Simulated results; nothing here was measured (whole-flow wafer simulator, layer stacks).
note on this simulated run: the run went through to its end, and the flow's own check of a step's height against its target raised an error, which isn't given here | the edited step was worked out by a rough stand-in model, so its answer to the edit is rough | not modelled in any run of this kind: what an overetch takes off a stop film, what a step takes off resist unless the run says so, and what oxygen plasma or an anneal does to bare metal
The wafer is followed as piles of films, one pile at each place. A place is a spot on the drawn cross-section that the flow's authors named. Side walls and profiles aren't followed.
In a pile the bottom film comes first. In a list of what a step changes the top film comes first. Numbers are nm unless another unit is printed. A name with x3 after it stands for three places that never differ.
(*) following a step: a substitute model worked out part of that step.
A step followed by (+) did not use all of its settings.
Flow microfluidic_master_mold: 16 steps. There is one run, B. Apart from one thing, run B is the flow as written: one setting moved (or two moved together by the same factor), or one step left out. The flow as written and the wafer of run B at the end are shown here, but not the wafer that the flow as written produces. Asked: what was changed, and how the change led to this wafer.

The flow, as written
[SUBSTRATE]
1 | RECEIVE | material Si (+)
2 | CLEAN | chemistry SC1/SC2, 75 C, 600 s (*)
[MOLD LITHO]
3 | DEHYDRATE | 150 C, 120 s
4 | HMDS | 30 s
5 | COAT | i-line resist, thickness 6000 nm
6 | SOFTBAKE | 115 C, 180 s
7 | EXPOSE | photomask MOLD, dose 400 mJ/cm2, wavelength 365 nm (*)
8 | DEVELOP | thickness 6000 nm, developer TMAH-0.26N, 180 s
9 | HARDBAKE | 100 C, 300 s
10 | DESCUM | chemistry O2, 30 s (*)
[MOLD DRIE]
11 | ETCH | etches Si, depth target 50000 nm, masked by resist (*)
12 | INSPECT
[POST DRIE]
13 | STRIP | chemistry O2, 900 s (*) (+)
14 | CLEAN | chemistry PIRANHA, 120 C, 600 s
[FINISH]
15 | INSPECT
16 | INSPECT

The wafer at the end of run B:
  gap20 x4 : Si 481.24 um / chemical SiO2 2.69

Cause: step 11, ETCH: depth target 43750 nm was run, while the flow as written has depth target 50000 nm.

The path from the change to this, step by step:
  11 | ETCH | etches Si, depth target 50000 nm, masked by resist (*)
      gap20 x4: -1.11 chemical SiO2 (all of it), -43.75 um Si (it would be, as written: -1.11 chemical SiO2 (all of it), -50 um Si)
      ridge: -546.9 i-line resist (it would be, as written: -625 i-line resist)
